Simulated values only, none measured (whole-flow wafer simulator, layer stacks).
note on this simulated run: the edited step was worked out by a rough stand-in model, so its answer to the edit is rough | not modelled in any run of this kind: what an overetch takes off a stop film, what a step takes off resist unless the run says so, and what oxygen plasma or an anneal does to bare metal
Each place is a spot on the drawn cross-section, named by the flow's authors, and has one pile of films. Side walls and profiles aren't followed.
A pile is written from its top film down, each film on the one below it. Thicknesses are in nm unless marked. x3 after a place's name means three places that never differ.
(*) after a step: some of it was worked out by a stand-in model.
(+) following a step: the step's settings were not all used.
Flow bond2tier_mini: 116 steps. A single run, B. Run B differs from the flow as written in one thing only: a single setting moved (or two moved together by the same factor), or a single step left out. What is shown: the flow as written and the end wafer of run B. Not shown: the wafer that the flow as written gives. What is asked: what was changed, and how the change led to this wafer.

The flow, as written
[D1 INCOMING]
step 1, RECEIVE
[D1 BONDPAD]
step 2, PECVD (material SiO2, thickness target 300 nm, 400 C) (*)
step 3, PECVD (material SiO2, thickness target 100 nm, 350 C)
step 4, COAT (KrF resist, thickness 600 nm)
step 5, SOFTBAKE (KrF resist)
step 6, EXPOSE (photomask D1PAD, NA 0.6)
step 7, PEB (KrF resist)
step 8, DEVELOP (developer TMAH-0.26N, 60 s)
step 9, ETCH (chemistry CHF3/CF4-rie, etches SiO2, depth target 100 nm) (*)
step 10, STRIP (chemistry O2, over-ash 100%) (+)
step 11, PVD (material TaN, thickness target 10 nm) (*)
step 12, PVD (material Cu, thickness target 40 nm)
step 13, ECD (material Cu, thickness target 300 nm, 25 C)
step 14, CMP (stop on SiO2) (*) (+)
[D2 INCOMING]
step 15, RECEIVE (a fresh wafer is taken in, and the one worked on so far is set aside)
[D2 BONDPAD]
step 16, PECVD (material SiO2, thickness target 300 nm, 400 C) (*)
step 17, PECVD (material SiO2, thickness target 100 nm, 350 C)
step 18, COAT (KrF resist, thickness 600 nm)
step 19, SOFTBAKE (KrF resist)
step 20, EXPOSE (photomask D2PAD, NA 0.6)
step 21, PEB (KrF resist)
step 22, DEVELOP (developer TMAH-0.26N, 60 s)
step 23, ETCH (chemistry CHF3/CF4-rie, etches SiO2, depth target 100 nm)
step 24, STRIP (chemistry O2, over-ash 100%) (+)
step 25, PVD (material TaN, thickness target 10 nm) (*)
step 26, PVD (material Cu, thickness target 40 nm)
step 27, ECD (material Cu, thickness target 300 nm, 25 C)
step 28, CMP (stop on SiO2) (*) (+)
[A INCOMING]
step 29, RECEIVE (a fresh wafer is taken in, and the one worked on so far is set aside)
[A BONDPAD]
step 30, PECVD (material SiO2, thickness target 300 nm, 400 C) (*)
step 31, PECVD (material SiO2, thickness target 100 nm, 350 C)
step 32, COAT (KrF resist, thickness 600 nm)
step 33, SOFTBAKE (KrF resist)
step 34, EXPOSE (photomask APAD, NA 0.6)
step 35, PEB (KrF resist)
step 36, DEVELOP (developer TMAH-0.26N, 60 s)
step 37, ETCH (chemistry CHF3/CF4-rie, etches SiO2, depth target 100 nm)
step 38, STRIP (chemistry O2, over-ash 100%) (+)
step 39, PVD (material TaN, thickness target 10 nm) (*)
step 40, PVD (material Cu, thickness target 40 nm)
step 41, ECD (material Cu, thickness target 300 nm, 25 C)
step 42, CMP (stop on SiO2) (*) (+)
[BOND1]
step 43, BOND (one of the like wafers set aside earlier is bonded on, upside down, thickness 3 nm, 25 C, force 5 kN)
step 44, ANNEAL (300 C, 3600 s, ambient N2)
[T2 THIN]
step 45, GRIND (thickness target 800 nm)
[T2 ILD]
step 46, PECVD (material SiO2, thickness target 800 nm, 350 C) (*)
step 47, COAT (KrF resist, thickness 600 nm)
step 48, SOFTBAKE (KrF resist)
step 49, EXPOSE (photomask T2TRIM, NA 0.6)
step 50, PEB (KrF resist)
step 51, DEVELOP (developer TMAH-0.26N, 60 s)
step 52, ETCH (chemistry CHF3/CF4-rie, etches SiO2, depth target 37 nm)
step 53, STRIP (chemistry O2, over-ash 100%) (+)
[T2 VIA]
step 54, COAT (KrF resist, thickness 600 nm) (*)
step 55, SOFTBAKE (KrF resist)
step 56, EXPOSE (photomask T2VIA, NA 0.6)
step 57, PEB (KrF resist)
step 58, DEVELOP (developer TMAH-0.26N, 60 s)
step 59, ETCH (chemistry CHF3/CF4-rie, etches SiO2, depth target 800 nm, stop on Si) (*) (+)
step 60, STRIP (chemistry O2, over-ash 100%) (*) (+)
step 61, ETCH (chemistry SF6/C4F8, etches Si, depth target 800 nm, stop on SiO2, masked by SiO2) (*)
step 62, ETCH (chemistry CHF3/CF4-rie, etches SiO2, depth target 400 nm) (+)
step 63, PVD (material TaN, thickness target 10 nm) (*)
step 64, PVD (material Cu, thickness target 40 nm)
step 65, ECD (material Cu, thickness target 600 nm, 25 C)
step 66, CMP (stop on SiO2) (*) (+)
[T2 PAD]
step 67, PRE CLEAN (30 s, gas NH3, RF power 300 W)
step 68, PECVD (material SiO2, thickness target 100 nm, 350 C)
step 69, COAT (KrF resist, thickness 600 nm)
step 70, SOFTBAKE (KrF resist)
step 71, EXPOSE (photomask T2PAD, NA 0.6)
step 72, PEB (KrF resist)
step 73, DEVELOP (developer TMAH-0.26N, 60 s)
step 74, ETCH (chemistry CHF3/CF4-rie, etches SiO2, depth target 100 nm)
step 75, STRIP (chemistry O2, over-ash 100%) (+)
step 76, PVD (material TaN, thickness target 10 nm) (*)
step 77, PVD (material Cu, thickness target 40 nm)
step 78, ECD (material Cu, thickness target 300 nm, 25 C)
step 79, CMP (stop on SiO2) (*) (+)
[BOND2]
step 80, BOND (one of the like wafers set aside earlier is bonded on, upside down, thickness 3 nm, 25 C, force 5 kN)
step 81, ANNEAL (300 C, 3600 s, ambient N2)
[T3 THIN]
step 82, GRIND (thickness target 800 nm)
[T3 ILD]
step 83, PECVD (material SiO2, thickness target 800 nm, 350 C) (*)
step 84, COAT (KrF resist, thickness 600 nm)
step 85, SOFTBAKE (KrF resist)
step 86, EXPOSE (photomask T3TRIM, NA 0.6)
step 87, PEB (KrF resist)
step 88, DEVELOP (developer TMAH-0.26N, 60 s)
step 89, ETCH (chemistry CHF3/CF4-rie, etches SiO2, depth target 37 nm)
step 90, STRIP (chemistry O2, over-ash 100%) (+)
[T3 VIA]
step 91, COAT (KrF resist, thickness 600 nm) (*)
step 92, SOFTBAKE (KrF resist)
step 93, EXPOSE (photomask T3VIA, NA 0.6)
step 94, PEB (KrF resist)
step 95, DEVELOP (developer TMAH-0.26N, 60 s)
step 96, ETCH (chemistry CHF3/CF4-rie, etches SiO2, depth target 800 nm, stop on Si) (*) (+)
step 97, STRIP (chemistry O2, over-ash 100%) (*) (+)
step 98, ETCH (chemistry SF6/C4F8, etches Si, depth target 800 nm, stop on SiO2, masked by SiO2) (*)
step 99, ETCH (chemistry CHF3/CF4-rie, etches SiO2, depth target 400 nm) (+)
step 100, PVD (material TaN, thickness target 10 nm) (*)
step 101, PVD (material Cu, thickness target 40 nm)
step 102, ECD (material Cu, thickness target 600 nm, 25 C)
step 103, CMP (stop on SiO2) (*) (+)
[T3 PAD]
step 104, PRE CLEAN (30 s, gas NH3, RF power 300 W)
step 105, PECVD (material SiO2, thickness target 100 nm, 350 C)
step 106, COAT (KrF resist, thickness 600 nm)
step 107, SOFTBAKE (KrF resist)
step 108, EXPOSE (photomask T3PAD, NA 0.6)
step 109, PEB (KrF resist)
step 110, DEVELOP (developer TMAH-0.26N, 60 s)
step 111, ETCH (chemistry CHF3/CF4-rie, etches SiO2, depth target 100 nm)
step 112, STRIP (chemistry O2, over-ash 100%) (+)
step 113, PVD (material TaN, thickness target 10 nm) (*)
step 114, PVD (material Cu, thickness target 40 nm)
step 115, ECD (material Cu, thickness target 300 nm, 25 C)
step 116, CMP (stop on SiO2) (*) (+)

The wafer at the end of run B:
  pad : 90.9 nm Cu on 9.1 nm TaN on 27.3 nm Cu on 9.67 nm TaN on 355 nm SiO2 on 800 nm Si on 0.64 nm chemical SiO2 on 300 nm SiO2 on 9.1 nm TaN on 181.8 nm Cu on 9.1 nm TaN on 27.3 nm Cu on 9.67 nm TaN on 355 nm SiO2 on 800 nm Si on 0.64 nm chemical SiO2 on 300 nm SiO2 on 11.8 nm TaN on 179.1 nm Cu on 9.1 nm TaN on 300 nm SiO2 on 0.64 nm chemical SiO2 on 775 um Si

The reason: step 11, PVD: thickness target 13 nm was run, whereas the flow has thickness target 10 nm.

Step by step, how the change led to this:
  step 11, PVD (material TaN, thickness target 10 nm) (*)
      field: TaN gains 13 (new film) (it would be, as written: TaN gains 10 (new film))
      pad: TaN gains 11.8 (new film) (it would be, as written: TaN gains 9.1 (new film))
      (as well as at 1 more place)
  step 14, CMP (stop on SiO2) (*) (+)
      field: Cu loses 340 (all of it), TaN loses 13 (all of it) (it would be, as written: Cu loses 340 (all of it), TaN loses 10 (all of it))
  step 43, BOND (one of the like wafers set aside earlier is bonded on, upside down, thickness 3 nm, 25 C, force 5 kN)
      pad: Si gains 775 um (new film), chemical SiO2 gains 0.64 (new film), SiO2 gains 300 (new film), TaN gains 11.8 (new film), Cu gains 88.2 (it would be, as written: Si gains 775 um (new film), chemical SiO2 gains 0.64 (new film), SiO2 gains 300 (new film), TaN gains 9.1 (new film), Cu gains 90.9)
      via: Si gains 775 um (new film), chemical SiO2 gains 0.64 (new film), SiO2 gains 300 (new film), TaN gains 13 (new film), Cu gains 87 (it would be, as written: Si gains 775 um (new film), chemical SiO2 gains 0.64 (new film), SiO2 gains 300 (new film), TaN gains 9.97 (new film), Cu gains 90)
